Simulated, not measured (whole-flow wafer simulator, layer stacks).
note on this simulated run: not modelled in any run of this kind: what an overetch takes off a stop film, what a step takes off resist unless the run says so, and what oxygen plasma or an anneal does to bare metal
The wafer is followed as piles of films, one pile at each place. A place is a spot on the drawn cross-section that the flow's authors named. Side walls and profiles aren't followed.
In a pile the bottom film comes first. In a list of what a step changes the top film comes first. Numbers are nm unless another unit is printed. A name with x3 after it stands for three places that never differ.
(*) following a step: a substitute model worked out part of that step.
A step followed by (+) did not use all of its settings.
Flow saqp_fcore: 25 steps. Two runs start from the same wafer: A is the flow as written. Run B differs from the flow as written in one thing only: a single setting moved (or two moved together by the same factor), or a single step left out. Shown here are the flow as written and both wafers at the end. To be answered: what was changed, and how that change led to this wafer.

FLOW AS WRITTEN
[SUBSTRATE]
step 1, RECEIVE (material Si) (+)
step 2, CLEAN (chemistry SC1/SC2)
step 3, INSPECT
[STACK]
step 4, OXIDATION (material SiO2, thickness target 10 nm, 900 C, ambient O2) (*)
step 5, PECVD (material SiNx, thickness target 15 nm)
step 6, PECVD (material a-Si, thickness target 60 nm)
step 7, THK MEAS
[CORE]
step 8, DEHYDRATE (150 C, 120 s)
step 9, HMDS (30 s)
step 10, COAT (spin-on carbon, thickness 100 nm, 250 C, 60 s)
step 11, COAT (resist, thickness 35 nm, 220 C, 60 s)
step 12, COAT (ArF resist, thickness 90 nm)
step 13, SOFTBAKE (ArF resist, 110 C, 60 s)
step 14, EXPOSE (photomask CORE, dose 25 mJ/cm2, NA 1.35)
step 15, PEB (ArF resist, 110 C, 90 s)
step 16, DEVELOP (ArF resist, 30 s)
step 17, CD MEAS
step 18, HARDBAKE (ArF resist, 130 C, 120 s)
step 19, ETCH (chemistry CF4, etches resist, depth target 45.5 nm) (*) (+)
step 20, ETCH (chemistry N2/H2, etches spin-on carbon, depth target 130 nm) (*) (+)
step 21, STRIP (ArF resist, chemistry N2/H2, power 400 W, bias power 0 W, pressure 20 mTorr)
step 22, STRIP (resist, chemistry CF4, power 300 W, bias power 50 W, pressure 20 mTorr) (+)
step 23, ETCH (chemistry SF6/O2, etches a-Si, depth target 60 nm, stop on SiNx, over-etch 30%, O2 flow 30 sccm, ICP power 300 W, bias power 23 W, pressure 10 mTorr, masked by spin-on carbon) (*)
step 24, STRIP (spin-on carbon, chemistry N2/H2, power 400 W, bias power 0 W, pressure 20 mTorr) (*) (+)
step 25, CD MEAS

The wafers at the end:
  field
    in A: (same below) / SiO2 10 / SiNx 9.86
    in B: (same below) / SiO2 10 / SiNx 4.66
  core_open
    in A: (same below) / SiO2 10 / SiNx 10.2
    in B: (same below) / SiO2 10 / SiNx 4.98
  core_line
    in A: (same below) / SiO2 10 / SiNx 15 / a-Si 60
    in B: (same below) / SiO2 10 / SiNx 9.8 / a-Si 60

What caused this: step 5, PECVD: thickness target 9.8 nm was run, while the flow as written has thickness target 15 nm.
The wafer lets one read it off: core_line has SiNx 9.8, and step 5 as written asks for 15 nm.

Step by step, how the change led to this:
  step 5, PECVD (material SiNx, thickness target 15 nm)
      field, core_open, core_line: A +15 SiNx (new film) | B +9.8 SiNx (new film)
